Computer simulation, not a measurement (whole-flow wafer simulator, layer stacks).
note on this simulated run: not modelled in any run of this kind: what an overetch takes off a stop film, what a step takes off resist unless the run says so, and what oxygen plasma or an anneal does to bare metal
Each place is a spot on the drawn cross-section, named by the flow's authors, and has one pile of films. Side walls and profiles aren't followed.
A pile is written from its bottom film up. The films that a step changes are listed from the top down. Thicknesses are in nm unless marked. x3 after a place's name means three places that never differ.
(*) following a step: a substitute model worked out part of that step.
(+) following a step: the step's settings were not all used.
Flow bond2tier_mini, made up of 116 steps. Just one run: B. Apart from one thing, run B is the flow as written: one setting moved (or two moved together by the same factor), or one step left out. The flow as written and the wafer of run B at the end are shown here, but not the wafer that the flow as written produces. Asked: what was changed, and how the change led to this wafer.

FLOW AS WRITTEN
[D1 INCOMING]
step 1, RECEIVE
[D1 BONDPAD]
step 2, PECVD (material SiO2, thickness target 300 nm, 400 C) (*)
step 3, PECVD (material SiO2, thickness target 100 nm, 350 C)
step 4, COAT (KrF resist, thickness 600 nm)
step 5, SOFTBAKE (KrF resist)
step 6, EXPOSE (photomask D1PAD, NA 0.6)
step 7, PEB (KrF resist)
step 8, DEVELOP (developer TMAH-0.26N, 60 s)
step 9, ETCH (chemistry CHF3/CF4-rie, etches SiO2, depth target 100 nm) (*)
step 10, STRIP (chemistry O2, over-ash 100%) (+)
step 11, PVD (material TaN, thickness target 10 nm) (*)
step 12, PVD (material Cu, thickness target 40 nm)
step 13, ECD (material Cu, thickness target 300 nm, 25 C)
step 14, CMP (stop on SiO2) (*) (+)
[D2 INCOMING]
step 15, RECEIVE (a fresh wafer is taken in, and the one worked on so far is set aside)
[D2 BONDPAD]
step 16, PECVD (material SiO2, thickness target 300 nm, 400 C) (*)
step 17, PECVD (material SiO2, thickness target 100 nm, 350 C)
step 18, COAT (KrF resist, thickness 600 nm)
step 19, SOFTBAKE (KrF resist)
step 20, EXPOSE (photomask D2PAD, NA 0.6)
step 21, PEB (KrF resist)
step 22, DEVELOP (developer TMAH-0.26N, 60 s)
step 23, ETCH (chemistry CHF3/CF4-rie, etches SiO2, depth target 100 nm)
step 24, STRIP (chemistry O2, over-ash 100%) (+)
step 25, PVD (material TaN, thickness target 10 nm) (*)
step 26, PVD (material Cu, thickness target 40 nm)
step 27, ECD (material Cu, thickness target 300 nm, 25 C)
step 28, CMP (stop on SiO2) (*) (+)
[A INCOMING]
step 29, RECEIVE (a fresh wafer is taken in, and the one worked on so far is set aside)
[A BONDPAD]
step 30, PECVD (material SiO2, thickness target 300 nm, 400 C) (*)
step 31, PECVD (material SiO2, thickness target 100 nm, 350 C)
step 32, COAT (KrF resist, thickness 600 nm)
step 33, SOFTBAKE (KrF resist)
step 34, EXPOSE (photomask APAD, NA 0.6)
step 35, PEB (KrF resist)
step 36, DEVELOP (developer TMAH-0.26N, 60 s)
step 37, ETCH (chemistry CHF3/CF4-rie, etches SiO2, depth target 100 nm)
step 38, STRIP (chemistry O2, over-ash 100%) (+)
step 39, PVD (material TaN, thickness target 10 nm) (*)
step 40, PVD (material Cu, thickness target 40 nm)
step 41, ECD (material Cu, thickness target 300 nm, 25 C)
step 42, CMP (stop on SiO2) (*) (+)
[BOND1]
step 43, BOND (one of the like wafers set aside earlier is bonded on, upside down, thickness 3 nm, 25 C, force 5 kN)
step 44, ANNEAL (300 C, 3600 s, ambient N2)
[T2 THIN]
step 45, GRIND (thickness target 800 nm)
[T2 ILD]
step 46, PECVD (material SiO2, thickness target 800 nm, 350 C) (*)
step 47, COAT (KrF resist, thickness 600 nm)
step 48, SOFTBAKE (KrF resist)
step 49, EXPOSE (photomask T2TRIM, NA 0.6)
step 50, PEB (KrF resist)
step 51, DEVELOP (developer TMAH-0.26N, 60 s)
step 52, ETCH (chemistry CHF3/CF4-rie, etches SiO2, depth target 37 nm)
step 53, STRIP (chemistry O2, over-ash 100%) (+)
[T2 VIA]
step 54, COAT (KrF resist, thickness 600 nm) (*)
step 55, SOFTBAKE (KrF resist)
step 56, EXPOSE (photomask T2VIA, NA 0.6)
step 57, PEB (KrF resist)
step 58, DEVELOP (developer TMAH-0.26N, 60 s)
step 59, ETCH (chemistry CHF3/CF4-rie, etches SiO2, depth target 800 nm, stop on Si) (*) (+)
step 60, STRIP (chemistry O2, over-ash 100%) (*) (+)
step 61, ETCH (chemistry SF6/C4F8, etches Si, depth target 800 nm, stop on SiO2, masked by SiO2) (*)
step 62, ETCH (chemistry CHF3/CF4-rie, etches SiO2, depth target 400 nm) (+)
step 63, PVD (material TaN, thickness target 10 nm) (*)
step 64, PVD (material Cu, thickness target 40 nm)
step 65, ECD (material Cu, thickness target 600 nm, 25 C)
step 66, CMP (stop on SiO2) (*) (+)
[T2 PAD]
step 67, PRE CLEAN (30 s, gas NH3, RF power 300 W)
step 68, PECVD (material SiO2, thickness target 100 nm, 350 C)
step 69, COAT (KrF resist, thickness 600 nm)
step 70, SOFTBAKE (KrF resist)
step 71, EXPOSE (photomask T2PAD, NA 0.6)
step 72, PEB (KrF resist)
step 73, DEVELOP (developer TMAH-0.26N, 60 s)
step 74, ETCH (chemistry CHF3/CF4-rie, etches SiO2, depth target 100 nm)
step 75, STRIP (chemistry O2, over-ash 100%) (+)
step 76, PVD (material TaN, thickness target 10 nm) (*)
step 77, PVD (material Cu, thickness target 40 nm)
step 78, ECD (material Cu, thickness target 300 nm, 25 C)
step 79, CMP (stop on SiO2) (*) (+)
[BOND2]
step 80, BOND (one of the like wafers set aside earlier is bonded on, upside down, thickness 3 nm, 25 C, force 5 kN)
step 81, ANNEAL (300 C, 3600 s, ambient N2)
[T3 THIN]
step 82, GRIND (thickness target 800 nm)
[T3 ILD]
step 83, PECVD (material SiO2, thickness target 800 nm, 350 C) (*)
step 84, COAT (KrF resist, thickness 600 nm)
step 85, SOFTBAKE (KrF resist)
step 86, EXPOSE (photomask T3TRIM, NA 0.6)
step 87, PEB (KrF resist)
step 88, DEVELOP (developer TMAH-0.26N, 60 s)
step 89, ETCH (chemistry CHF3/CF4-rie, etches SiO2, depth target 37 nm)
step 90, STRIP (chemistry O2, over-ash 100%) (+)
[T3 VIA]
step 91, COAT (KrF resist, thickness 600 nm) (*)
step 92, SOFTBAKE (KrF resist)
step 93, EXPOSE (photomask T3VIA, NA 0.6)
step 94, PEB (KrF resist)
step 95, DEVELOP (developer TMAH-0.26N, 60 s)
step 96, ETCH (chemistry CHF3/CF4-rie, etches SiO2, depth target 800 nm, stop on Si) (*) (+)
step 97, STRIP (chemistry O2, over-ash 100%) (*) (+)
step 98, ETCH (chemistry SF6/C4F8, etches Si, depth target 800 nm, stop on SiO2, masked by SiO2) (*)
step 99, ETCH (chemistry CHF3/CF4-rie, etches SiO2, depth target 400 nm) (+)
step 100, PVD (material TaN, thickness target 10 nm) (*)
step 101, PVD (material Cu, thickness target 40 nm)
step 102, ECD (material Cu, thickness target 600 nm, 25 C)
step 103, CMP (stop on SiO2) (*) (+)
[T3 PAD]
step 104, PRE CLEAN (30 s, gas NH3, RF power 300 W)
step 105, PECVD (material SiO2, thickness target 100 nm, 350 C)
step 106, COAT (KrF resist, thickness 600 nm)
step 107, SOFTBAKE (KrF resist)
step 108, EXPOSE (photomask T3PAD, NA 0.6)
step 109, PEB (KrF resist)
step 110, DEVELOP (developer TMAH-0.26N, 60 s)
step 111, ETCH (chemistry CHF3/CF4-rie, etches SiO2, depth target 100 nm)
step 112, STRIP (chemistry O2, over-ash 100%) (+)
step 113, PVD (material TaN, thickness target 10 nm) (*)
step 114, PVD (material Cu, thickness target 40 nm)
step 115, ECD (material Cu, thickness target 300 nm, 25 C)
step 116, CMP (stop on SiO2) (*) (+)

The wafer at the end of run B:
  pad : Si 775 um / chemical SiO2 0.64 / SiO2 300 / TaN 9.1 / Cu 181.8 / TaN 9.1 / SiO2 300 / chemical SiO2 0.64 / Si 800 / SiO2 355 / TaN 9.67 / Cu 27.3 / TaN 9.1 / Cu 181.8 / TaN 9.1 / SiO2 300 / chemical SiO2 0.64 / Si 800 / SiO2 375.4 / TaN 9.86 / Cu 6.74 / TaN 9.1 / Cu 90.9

Cause: step 89, ETCH: depth target 16.6 nm was run, while the flow as written has depth target 37 nm.

Step by step, how the change led to this:
  step 89, ETCH (chemistry CHF3/CF4-rie, etches SiO2, depth target 37 nm)
      field: KrF resist loses 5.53 (in the flow as written it would be: KrF resist loses 12.3)
      pad: SiO2 loses 16.6 (in the flow as written it would be: SiO2 loses 37)
  step 97, STRIP (chemistry O2, over-ash 100%) (*) (+)
      field: KrF resist loses 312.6 (all of it) (in the flow as written it would be: KrF resist loses 303.9 (all of it))
      pad: KrF resist loses 326.9 (all of it) (in the flow as written it would be: KrF resist loses 336 (all of it))
  step 102, ECD (material Cu, thickness target 600 nm, 25 C)
      pad: Cu gains 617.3 (in the flow as written it would be: Cu gains 638.7)
